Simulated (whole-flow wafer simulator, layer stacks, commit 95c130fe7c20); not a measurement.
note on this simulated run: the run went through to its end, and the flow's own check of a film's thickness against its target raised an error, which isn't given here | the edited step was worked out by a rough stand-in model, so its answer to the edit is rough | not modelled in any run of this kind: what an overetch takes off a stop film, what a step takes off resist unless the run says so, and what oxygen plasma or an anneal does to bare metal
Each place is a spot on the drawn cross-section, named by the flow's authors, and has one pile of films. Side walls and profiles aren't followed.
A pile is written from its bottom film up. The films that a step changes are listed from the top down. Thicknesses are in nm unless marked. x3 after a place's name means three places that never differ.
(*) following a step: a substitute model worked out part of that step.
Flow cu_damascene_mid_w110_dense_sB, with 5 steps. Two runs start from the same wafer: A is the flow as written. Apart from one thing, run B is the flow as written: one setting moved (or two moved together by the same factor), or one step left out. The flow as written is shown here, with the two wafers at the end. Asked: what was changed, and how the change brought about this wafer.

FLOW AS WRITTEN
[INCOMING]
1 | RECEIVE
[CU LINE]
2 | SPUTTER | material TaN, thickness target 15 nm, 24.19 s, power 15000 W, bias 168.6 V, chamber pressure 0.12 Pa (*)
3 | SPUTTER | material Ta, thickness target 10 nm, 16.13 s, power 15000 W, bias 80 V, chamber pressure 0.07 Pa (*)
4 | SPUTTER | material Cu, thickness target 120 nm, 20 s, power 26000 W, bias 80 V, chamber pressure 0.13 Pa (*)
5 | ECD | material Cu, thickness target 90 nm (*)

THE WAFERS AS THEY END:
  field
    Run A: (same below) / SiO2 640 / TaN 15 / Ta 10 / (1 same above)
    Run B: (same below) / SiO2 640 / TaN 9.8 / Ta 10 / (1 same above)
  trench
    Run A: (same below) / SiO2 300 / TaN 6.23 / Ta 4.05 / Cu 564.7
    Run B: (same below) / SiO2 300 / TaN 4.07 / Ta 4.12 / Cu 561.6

The reason: step 2, SPUTTER: thickness target 9.8 nm was run, though the flow has thickness target 15 nm; step 2, SPUTTER: 15.72 s was run, where the flow has 24.19 s.
The wafer lets one read it off: field has TaN 9.8, and step 2 as written asks for 15 nm.

The path from the change to this, step by step:
  2 | SPUTTER | material TaN, thickness target 15 nm, 24.19 s, power 15000 W, bias 168.6 V, chamber pressure 0.12 Pa (*)
      field: A TaN gains 15 (new film) | B TaN gains 9.8 (new film)
      trench: A TaN gains 6.23 (new film) | B TaN gains 4.07 (new film)
